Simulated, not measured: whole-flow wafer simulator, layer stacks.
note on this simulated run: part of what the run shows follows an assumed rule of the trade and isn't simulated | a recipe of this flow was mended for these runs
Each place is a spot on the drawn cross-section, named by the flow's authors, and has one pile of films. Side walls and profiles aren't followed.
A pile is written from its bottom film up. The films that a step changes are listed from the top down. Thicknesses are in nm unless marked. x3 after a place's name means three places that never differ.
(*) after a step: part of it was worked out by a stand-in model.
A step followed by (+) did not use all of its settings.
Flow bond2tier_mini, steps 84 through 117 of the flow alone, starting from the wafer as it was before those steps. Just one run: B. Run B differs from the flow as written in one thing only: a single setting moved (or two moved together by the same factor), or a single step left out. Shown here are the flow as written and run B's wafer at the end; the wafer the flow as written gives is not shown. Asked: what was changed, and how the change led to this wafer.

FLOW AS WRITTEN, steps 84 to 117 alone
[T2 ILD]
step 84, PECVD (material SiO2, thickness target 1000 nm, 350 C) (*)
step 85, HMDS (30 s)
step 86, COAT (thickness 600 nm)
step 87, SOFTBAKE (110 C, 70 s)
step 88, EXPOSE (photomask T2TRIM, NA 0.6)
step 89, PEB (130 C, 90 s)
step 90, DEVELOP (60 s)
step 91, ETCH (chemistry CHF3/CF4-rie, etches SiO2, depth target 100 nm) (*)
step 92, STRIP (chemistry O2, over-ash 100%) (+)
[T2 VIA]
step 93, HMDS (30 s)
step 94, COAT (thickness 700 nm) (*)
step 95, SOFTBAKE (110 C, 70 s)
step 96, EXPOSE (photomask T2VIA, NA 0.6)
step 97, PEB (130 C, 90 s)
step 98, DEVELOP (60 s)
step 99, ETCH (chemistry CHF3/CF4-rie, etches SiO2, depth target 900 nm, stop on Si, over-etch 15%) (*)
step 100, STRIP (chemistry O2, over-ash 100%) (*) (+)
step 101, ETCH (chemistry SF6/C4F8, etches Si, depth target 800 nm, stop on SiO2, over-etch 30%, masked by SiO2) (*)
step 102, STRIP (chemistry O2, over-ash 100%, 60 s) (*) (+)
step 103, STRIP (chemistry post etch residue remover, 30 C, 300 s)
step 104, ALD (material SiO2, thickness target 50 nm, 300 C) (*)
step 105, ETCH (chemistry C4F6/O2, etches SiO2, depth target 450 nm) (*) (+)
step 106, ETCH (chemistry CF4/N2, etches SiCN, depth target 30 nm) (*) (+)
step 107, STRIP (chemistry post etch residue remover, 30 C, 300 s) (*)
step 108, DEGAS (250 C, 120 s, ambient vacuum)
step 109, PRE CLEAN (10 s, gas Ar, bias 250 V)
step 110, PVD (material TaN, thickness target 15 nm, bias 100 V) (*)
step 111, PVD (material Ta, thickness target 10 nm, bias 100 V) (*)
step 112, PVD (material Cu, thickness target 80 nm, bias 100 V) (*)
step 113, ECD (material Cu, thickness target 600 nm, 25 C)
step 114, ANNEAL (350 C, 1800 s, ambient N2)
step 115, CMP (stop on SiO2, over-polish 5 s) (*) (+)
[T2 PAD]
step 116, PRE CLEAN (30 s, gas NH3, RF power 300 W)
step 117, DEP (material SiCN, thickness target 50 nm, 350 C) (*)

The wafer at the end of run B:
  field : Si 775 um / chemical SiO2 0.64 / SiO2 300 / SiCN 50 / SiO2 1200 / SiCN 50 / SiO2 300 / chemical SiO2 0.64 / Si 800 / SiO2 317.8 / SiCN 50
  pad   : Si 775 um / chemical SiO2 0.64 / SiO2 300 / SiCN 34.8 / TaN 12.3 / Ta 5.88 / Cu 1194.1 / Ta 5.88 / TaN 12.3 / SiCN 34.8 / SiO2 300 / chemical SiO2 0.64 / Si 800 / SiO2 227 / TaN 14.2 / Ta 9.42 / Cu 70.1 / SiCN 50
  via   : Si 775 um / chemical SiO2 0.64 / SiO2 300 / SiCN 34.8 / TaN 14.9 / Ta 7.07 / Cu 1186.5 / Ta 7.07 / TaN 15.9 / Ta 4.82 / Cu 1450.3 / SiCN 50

Cause: step 84, PECVD: thickness target 760 nm was run, whereas the flow has thickness target 1000 nm.

Step by step, how the change led to this:
  step 84, PECVD (material SiO2, thickness target 1000 nm, 350 C) (*)
      field, pad, via: SiO2 gains 760 (new film) (in the flow as written it would be: SiO2 gains 1000 (new film))
  step 99, ETCH (chemistry CHF3/CF4-rie, etches SiO2, depth target 900 nm, stop on Si, over-etch 15%) (*)
      field, pad: thick-KrF-resist loses 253 (in the flow as written it would be: thick-KrF-resist loses 345)
      via: SiO2 loses 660 (all of it), Si loses 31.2 (in the flow as written it would be: SiO2 loses 900 (all of it), Si loses 11.2)
  step 100, STRIP (chemistry O2, over-ash 100%) (*) (+)
      field: thick-KrF-resist loses 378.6 (all of it) (in the flow as written it would be: thick-KrF-resist loses 286.6 (all of it))
      pad: thick-KrF-resist loses 464.9 (all of it) (in the flow as written it would be: thick-KrF-resist loses 372.9 (all of it))
  step 101, ETCH (chemistry SF6/C4F8, etches Si, depth target 800 nm, stop on SiO2, over-etch 30%, masked by SiO2) (*)
      via: Si loses 768.8 (all of it), chemical SiO2 loses 0.64 (all of it), SiO2 loses 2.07 (in the flow as written it would be: Si loses 788.8 (all of it), chemical SiO2 loses 0.64 (all of it), SiO2 loses 1.87)
  step 112, PVD (material Cu, thickness target 80 nm, bias 100 V) (*)
      via: Cu gains 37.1 (new film) (in the flow as written it would be: Cu gains 35 (new film))
  step 113, ECD (material Cu, thickness target 600 nm, 25 C)
      via: Cu gains 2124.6 (in the flow as written it would be: Cu gains 2367)
